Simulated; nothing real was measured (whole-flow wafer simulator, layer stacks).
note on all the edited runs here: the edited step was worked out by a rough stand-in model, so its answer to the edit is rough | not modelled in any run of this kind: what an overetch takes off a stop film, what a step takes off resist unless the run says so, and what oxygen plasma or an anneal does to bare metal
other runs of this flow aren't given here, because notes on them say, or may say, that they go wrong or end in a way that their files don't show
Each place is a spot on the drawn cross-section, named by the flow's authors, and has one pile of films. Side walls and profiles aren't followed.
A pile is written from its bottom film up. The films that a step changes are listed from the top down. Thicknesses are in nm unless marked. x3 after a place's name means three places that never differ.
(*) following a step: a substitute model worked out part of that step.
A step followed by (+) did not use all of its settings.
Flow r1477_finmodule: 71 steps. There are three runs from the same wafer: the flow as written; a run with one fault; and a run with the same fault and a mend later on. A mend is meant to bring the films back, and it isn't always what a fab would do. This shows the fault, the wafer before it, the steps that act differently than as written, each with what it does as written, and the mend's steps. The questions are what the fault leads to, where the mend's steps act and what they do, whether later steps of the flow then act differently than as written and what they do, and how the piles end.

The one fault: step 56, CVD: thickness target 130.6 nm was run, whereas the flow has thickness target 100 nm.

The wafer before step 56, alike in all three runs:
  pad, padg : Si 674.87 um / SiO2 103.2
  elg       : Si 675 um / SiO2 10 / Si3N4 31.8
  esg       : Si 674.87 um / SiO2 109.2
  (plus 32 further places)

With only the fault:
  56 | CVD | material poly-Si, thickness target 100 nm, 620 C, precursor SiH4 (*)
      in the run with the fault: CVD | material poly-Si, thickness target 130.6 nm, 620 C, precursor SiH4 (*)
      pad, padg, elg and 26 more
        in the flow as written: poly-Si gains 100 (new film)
        in the run with the fault: poly-Si gains 130.6 (new film)
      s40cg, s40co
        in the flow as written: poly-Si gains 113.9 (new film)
        in the run with the fault: poly-Si gains 145 (new film)
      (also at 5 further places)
  Steps later in the flow that act otherwise than as written (2 other steps are not shown; they differ only slightly, by no more than 2% or 0.5 nm, whichever is larger):
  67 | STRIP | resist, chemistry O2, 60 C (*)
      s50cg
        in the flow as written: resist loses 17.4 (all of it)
        in the run with the fault: resist loses 16.8 (all of it)
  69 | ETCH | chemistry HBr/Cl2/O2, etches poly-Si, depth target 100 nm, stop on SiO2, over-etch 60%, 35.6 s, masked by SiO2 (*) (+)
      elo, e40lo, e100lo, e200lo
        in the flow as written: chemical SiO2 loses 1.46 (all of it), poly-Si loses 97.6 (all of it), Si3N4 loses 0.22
        in the run with the fault: chemical SiO2 loses 1.46 (all of it), poly-Si loses 128.2 (all of it)
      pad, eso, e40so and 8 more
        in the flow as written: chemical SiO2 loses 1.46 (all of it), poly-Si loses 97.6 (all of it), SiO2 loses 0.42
        in the run with the fault: chemical SiO2 loses 1.46 (all of it), poly-Si loses 128.2 (all of it), SiO2 loses 0.16
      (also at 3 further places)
  By the end, the piles at padg, elg, esg and 15 more depart from the flow's by more than 2% or 0.5 nm, whichever is larger.
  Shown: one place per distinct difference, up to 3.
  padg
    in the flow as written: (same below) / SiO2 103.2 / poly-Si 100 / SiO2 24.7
    in the run with the fault: (same below) / SiO2 103.2 / poly-Si 130.6 / SiO2 24.7
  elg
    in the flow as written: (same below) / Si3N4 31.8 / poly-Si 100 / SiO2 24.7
    in the run with the fault: (same below) / Si3N4 31.8 / poly-Si 130.6 / SiO2 24.7
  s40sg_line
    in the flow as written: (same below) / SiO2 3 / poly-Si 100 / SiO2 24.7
    in the run with the fault: (same below) / SiO2 3 / poly-Si 130.6 / SiO2 24.7

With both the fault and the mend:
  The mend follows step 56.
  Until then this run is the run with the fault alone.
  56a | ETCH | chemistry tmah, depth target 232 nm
      pad, padg, elg and 26 more
        poly-Si loses 130.6 (all of it)
      s40cg, s40co
        poly-Si loses 145 (all of it)
      s45cg, s45co
        poly-Si loses 144.6 (all of it)
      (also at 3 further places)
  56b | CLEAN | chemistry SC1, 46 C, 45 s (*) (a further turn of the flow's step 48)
      s40sg_line, s45sg_line, s50sg_line, s40so_line, s45so_line, s50so_line
        SiO2 loses 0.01
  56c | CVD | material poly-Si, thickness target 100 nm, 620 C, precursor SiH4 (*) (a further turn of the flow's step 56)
      pad, padg, elg and 26 more
        poly-Si gains 100 (new film)
      s40cg, s40co
        poly-Si gains 113.9 (new film)
      s45cg, s45co
        poly-Si gains 113.4 (new film)
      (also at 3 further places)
  Later steps of the flow that are run all act as written at every place that is followed, up to a difference of at most 2% or 0.5 nm, whichever is larger.
  When the end is reached, the piles differ only a little from the flow's at the places that both follow, at most by 2% or 0.5 nm, whichever is larger.
